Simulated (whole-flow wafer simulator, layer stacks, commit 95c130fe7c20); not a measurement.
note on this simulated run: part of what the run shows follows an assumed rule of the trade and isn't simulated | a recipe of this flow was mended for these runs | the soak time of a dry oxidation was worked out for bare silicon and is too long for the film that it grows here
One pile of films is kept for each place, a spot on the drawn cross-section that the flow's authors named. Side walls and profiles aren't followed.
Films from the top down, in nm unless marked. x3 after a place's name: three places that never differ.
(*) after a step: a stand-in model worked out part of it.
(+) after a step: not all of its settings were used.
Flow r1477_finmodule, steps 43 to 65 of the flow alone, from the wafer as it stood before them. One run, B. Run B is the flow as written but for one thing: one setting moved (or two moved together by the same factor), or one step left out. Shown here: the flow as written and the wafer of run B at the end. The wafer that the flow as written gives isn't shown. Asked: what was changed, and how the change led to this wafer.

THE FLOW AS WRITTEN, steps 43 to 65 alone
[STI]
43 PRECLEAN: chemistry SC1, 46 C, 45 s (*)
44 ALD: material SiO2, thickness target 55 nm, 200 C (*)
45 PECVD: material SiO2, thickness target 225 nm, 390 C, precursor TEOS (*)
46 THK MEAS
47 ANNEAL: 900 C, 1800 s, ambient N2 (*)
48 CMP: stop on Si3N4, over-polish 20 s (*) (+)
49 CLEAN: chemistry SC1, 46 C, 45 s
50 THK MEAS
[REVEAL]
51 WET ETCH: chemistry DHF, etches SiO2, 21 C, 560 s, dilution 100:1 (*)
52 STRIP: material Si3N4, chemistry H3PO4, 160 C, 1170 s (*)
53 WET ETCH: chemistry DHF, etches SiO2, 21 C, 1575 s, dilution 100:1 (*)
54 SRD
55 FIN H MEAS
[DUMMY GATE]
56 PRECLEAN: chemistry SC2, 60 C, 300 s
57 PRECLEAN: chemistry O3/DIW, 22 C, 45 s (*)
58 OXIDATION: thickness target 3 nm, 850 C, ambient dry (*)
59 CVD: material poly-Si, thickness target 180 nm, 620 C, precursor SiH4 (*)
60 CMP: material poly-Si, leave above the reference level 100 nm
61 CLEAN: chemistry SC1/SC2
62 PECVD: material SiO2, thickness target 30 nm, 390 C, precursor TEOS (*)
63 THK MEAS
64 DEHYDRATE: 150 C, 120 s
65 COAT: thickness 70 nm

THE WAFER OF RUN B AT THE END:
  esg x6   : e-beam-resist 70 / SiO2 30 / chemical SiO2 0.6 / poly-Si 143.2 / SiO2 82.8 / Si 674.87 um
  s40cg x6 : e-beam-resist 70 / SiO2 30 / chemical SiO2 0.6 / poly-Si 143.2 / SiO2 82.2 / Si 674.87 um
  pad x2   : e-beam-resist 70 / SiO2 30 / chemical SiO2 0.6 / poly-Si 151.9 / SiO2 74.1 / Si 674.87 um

The cause: step 51, WET ETCH: 504 s was run, where the flow has 560 s.

How the change led to this, step by step:
  51 WET ETCH: chemistry DHF, etches SiO2, 21 C, 560 s, dilution 100:1 (*)
      esg x6, e200sg x2, s40cg x6, s40sg x6: SiO2 -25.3 (as written it would be: SiO2 -28.1)
      pad x2: SiO2 -27.4 (as written it would be: SiO2 -30.5)
  60 CMP: material poly-Si, leave above the reference level 100 nm
      pad x2: poly-Si -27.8 (as written it would be: poly-Si -24.8)
